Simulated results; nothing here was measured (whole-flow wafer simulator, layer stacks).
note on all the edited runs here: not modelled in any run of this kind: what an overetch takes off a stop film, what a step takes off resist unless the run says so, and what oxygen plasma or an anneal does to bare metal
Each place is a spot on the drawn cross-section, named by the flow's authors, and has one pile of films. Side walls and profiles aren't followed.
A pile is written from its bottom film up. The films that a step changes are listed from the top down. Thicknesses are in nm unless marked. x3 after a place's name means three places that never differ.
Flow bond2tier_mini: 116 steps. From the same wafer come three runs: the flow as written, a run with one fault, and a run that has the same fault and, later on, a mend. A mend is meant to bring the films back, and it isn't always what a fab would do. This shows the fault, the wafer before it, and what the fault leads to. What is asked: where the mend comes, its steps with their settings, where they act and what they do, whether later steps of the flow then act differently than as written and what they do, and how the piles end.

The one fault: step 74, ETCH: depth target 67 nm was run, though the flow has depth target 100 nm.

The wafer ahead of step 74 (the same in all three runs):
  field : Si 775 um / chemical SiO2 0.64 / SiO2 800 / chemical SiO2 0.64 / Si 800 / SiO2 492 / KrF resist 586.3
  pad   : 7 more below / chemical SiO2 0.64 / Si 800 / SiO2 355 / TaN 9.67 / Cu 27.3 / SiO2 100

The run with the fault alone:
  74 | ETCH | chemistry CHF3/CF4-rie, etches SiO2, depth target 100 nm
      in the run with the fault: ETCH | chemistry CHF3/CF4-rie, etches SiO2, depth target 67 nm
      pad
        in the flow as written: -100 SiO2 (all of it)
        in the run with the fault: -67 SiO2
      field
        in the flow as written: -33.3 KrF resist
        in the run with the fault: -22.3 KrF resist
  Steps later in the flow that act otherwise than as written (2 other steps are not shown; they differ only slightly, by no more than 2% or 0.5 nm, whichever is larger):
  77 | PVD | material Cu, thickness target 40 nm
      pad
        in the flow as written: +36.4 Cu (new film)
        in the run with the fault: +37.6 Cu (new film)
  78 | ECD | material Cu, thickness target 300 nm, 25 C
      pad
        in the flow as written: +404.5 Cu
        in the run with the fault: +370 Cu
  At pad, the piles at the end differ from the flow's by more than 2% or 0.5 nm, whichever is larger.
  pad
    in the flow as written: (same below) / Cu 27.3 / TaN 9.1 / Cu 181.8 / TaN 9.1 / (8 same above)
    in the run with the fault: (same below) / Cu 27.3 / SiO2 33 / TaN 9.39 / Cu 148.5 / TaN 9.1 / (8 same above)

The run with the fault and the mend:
  The mend follows step 74.
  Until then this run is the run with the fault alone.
  74a | ETCH | chemistry CHF3/CF4-rie, etches SiO2, depth target 33 nm (the flow's step 74, run once more with other settings)
      field
        -11 KrF resist
      pad
        -33 SiO2 (all of it)
  Later steps of the flow that are run all act as written at every place that is followed.
  By the end, the piles equal the flow's at every place that both follow.
